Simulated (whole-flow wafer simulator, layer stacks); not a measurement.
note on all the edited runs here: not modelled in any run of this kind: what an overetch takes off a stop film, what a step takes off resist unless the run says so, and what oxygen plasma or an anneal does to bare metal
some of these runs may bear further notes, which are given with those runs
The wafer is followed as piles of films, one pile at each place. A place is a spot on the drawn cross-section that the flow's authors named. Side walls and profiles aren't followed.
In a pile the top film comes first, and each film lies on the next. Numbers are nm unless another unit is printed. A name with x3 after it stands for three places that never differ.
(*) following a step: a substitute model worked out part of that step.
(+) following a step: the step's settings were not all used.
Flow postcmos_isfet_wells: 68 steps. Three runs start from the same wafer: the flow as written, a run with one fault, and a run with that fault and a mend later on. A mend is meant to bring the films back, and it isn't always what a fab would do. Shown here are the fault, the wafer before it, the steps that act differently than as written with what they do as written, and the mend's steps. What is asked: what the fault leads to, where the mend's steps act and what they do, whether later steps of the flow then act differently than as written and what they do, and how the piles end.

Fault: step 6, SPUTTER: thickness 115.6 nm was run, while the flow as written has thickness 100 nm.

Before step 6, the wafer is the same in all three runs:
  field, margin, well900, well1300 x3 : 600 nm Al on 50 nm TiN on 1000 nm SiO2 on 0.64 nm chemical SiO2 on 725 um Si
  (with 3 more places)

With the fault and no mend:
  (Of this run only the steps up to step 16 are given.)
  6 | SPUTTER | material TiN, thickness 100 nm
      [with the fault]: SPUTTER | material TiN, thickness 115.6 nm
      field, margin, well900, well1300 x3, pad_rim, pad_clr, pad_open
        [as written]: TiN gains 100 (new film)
        [with the fault]: TiN gains 115.6 (new film)
  Steps later in the flow that act otherwise than as written:
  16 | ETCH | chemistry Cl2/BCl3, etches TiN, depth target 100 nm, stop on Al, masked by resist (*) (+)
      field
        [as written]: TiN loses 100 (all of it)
        [with the fault]: TiN loses 100
  After step 16, at field, margin, well900, well1300 x3, pad_rim, pad_clr, pad_open, the piles differ from the flow's by more than 2% or 0.5 nm, whichever is larger.
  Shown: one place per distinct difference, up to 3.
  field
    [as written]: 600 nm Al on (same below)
    [with the fault]: 15.6 nm TiN on 600 nm Al on (same below)
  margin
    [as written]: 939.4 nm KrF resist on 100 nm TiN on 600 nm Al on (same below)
    [with the fault]: 939.4 nm KrF resist on 115.6 nm TiN on 600 nm Al on (same below)

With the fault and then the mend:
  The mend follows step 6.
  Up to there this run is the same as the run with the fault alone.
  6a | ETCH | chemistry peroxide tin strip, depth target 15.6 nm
      field, margin, well900, well1300 x3, pad_rim, pad_clr, pad_open
        TiN loses 15.6
  None of the later steps of the flow acts differently than as written at any place that is followed.
  The piles end the same as the flow's at every place that both follow.
